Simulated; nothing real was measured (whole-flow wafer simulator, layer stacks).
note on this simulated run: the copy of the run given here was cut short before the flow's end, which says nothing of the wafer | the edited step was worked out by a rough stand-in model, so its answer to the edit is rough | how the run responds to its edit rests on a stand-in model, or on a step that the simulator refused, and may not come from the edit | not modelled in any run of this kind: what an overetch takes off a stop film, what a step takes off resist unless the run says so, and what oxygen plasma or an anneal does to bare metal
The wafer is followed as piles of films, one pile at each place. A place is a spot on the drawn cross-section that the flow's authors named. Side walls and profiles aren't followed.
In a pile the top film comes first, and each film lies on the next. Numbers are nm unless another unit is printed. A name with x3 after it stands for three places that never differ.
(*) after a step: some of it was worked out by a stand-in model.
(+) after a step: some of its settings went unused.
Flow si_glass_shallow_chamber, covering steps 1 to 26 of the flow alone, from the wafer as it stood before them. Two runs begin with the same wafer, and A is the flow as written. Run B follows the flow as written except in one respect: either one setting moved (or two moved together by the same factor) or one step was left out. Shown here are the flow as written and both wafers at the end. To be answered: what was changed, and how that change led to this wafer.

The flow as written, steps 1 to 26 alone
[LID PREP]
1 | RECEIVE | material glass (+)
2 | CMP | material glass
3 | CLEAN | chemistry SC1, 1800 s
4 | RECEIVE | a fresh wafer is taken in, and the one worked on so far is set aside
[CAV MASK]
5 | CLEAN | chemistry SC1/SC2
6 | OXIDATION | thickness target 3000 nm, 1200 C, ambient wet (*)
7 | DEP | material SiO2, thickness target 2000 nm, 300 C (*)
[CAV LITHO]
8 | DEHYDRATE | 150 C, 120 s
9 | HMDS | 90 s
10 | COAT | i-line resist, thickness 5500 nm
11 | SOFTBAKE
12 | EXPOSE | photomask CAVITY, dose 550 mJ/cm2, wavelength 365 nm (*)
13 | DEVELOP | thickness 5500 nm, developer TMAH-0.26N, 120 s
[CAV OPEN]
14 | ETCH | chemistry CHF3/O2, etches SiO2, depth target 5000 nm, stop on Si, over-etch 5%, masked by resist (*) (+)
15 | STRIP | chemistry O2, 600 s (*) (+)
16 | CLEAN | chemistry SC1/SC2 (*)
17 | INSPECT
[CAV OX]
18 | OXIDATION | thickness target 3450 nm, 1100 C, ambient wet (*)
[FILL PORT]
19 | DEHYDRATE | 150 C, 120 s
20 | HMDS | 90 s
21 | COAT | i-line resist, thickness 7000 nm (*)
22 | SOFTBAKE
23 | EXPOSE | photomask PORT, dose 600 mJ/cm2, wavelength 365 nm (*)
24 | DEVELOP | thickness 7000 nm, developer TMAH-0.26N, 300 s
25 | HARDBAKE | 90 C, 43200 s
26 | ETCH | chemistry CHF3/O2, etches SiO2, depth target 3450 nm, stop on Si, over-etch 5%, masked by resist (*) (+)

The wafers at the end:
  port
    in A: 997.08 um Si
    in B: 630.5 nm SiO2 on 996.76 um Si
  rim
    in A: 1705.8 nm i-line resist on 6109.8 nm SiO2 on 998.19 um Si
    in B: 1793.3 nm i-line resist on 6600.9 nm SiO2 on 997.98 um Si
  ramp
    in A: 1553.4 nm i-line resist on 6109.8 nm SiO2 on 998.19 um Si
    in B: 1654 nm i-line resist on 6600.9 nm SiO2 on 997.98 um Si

The reason: step 18, OXIDATION: thickness target 4253 nm was run, while the flow as written has thickness target 3450 nm.

How this came from the change, step by step:
  18 | OXIDATION | thickness target 3450 nm, 1100 C, ambient wet (*)
      rim, ramp, septum, ring: A SiO2 gains 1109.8, Si loses 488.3 | B SiO2 gains 1600.9, Si loses 704.4
      cav, port: A SiO2 gains 3450 (new film), chemical SiO2 loses 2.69 (all of it), Si loses 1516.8 | B SiO2 gains 4253 (new film), chemical SiO2 loses 2.69 (all of it), Si loses 1870.1
  22 | SOFTBAKE
      rim: A i-line resist loses 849 | B i-line resist loses 818.5
      ramp: A i-line resist loses 434.5 | B i-line resist loses 413.6
      (also at 3 further places)
  25 | HARDBAKE | 90 C, 43200 s
      rim: A i-line resist loses 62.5 | B i-line resist loses 65.7
      ramp: A i-line resist loses 57.1 | B i-line resist loses 60.6
  26 | ETCH | chemistry CHF3/O2, etches SiO2, depth target 3450 nm, stop on Si, over-etch 5%, masked by resist (*) (+)
      port: A SiO2 loses 3450 (all of it), Si loses 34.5 | B SiO2 loses 3622.5
